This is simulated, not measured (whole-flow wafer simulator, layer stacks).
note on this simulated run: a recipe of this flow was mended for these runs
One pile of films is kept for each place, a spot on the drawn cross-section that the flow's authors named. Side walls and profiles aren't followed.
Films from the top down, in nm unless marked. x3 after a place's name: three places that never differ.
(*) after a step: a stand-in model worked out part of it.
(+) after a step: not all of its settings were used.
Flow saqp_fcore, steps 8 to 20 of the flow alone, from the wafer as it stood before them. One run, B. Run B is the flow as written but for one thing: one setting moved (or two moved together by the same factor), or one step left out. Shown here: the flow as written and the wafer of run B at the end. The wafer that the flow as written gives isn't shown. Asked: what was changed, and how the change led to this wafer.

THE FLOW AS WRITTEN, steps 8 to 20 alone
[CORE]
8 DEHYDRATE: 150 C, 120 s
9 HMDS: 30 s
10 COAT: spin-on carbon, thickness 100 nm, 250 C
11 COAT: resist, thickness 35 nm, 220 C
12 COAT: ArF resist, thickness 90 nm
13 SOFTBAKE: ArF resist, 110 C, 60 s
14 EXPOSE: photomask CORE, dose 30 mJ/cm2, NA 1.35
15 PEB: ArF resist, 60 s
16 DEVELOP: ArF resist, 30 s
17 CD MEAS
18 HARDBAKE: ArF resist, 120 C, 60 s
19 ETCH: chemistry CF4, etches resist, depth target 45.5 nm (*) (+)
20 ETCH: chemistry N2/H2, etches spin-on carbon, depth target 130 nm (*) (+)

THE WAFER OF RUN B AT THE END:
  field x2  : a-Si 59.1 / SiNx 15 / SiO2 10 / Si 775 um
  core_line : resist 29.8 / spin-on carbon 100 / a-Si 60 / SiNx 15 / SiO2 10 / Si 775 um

The cause: step 20, ETCH: depth target 110.7 nm was run, where the flow has depth target 130 nm.

How the change led to this, step by step:
  20 ETCH: chemistry N2/H2, etches spin-on carbon, depth target 130 nm (*) (+)
      field x2: spin-on carbon -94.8 (all of it), a-Si -0.89 (as written it would be: spin-on carbon -94.8 (all of it), a-Si -1.96)
      core_line: ArF resist -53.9 (all of it), resist -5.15 (as written it would be: ArF resist -53.9 (all of it), resist -6.44)
